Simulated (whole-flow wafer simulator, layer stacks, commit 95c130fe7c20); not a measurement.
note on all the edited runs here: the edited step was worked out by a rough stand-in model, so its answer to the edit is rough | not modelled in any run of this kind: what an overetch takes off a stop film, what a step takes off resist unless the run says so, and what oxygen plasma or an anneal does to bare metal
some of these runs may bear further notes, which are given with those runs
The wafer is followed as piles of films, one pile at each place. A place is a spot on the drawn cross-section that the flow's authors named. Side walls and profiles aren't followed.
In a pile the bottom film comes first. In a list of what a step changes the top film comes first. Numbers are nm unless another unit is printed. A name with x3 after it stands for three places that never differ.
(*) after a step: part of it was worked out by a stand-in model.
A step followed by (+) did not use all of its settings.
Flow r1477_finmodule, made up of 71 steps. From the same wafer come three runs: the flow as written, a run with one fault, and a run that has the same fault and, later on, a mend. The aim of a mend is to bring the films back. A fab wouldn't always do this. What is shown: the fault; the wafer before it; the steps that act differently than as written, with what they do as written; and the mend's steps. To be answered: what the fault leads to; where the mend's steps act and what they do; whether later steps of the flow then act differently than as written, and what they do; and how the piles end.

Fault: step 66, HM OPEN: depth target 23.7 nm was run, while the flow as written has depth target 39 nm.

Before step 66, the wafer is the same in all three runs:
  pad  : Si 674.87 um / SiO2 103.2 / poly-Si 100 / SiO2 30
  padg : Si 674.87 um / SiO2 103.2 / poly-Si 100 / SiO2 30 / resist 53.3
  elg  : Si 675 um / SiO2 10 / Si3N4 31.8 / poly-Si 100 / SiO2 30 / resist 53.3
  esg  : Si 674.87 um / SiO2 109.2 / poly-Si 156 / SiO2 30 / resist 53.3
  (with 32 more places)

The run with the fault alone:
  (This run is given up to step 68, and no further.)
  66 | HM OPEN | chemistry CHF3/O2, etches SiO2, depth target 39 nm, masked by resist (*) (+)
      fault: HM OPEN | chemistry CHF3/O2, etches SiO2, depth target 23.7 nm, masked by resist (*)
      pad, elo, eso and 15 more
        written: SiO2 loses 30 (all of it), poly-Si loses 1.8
        fault: SiO2 loses 23.7
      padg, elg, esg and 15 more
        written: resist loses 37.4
        fault: resist loses 22.7
  Steps later in the flow that act otherwise than as written:
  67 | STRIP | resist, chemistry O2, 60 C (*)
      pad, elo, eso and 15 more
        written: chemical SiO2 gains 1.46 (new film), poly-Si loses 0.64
        fault: nothing
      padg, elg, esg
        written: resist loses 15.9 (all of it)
        fault: resist loses 30.6 (all of it)
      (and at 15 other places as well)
  Once step 68 is done, the piles at pad, elo, eso and 15 more depart from the flow's by more than 2% or 0.5 nm, whichever is larger.
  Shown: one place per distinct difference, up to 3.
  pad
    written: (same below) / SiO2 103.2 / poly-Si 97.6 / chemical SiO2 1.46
    fault: (same below) / SiO2 103.2 / poly-Si 100 / SiO2 6.3
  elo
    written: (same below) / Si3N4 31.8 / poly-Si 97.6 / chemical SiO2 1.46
    fault: (same below) / Si3N4 31.8 / poly-Si 100 / SiO2 6.3
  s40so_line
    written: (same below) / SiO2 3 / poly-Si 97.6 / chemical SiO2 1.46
    fault: (same below) / SiO2 3 / poly-Si 100 / SiO2 6.3

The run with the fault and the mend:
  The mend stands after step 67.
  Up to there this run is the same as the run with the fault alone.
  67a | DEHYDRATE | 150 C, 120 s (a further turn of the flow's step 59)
      alters no film at any place that is followed
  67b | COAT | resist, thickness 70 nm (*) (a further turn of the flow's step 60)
      e40lg, e100lg, e200lg, elo, e40lo, e100lo, e200lo
        resist gains 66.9 (new film)
      s40sg, s45sg, s40so, s45so
        resist gains 91 (new film)
      s40sg_line, s45sg_line, s40so_line, s45so_line
        resist gains 68.5 (new film)
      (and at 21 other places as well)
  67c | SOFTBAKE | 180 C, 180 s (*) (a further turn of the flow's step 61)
      alters no film at any place that is followed
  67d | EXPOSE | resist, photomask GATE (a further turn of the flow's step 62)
      alters no film at any place that is followed
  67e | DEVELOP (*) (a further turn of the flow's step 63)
      elo, e40lo, e100lo, e200lo
        resist loses 66.9 (all of it)
      eso, e40so
        resist loses 129.5 (all of it)
      s40so, s45so
        resist loses 91 (all of it)
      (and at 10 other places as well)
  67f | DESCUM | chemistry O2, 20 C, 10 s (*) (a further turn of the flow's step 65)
      padg, elg, esg and 15 more
        resist loses 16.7
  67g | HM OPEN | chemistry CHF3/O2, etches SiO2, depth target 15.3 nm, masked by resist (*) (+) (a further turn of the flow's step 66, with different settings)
      pad, elo, eso and 15 more
        SiO2 loses 6.3 (all of it), poly-Si loses 0.63
      padg, elg, esg and 15 more
        resist loses 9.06
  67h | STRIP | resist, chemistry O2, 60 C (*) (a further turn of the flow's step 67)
      pad, elo, eso and 15 more
        chemical SiO2 gains 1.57 (new film), poly-Si loses 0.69
      e40lg, e100lg, e200lg
        resist loses 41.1 (all of it)
      elg, esg
        resist loses 44.2 (all of it)
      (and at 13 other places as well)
  Every later step of the flow that is run acts as written, at every place that is followed, to within 2% or 0.5 nm, whichever is larger.
  At the end the piles are close to the flow's at the places that both follow, differing by at most 2% or 0.5 nm, whichever is larger.
